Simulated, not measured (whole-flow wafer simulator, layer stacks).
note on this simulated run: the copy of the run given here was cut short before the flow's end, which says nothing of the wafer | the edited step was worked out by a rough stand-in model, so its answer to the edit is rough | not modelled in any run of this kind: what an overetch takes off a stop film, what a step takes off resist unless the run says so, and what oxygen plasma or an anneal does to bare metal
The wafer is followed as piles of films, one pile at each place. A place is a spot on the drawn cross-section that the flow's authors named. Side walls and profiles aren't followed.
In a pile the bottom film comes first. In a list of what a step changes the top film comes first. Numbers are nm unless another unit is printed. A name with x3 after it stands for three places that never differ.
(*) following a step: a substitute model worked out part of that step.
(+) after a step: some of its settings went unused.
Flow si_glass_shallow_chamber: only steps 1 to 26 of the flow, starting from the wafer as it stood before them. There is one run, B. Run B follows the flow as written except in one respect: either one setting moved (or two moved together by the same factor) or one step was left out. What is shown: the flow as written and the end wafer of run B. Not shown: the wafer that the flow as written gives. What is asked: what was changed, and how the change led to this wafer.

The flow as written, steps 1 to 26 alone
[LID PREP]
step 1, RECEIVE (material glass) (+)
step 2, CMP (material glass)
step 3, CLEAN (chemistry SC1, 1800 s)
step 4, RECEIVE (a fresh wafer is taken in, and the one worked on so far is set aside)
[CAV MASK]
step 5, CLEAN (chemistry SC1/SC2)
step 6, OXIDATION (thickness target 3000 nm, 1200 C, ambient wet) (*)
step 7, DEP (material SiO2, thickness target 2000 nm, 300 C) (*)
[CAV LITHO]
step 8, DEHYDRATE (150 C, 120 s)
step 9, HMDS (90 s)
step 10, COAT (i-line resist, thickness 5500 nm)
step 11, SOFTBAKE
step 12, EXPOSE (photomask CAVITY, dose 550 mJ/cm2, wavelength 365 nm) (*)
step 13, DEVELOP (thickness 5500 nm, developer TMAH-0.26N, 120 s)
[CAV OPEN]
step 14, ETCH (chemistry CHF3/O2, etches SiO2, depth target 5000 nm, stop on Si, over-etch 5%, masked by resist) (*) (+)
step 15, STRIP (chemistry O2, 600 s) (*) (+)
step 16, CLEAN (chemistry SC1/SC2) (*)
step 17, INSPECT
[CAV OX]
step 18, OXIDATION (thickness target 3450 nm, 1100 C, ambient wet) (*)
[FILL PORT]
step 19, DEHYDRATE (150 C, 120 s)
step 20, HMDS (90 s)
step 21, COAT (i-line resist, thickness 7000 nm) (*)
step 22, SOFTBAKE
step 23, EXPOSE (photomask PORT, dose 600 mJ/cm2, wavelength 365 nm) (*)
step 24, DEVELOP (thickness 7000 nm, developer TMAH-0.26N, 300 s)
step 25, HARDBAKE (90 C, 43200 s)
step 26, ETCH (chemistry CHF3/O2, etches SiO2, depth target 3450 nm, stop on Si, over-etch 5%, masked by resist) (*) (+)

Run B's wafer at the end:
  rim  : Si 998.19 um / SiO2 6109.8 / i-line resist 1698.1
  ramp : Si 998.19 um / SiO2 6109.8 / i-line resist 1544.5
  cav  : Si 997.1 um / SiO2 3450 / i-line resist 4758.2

What caused this: step 14, ETCH: over-etch 6.56% was run, while the flow as written has over-etch 5%.

Step by step, how the change led to this:
  step 14, ETCH (chemistry CHF3/O2, etches SiO2, depth target 5000 nm, stop on Si, over-etch 5%, masked by resist) (*) (+)
      cav, port: -5000 SiO2 (all of it), -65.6 Si (it would be, as written: -5000 SiO2 (all of it), -50 Si)
  step 15, STRIP (chemistry O2, 600 s) (*) (+)
      rim, ramp, septum, ring: -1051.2 i-line resist (all of it) (it would be, as written: -1116.2 i-line resist (all of it))
